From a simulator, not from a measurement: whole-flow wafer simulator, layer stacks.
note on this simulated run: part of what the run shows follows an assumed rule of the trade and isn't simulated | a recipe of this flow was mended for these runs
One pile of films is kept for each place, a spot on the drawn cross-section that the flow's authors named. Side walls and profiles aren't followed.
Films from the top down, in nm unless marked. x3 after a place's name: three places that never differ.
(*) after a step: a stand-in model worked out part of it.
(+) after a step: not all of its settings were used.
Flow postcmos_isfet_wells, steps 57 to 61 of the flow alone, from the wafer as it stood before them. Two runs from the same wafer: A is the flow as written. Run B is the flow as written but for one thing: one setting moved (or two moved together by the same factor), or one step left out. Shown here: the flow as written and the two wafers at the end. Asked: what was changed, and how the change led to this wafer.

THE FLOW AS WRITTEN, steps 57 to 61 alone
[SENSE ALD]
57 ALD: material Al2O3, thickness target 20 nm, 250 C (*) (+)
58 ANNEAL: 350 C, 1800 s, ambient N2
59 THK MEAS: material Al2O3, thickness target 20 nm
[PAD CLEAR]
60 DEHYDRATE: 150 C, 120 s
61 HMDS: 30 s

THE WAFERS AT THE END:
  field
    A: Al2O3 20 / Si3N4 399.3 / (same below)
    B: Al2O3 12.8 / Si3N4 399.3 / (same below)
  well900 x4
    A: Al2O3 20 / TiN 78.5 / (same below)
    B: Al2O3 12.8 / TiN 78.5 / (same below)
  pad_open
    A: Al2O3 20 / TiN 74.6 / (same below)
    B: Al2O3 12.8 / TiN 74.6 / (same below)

The cause: step 57, ALD: thickness target 12.8 nm was run, where the flow has thickness target 20 nm.
It can be read off the wafer: field has Al2O3 12.8, and step 57 as written asks for 20 nm.

How the change led to this, step by step:
  57 ALD: material Al2O3, thickness target 20 nm, 250 C (*) (+)
      field, margin x3, well900 x4, pad_open: A Al2O3 +20 (new film) | B Al2O3 +12.8 (new film)
